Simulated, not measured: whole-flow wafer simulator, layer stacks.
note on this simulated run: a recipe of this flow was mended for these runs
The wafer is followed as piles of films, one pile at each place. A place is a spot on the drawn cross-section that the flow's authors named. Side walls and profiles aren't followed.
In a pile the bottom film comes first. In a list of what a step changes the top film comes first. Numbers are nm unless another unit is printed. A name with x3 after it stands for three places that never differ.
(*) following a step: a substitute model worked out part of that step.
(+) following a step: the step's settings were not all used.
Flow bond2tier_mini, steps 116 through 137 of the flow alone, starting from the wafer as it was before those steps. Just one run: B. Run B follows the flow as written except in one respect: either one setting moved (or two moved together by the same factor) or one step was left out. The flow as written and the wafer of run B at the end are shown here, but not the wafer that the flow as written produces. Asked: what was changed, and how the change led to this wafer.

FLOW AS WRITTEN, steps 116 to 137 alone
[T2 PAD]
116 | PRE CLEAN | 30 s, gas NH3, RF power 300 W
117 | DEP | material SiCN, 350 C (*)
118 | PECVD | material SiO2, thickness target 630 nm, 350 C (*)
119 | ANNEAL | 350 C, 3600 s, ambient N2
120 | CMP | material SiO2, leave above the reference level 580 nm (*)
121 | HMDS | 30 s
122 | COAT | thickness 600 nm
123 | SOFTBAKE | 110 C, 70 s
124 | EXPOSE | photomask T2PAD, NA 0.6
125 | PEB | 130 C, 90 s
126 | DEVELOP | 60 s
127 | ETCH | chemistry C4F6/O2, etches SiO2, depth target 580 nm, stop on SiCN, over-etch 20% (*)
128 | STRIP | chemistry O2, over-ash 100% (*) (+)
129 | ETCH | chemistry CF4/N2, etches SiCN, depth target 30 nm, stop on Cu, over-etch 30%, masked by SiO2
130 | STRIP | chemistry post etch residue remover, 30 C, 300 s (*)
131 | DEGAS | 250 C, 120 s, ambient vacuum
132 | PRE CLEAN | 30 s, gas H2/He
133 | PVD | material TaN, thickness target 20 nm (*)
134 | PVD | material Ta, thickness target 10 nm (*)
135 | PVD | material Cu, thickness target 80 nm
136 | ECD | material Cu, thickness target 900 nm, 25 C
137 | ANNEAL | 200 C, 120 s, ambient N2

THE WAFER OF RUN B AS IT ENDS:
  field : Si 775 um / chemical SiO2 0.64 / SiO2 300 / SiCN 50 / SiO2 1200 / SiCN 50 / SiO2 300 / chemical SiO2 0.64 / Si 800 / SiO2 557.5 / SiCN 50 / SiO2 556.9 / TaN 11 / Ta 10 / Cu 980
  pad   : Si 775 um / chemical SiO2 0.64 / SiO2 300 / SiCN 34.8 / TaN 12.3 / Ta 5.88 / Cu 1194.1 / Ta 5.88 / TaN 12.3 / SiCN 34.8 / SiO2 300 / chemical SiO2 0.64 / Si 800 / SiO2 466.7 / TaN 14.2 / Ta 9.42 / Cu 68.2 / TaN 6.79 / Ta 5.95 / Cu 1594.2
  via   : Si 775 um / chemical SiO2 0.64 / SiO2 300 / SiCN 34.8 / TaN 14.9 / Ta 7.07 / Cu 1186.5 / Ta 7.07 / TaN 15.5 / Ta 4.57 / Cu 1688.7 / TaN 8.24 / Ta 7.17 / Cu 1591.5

Cause: step 133, PVD: thickness target 11 nm was run, though the flow has thickness target 20 nm.
One can read it off the wafer: field has TaN 11, and step 133 as written asks for 20 nm.

How this came from the change, step by step:
  133 | PVD | material TaN, thickness target 20 nm (*)
      field: +11 TaN (new film) (as written it would have been: +20 TaN (new film))
      pad: +6.79 TaN (new film) (as written it would have been: +12.3 TaN (new film))
      (as well as at 1 more place)
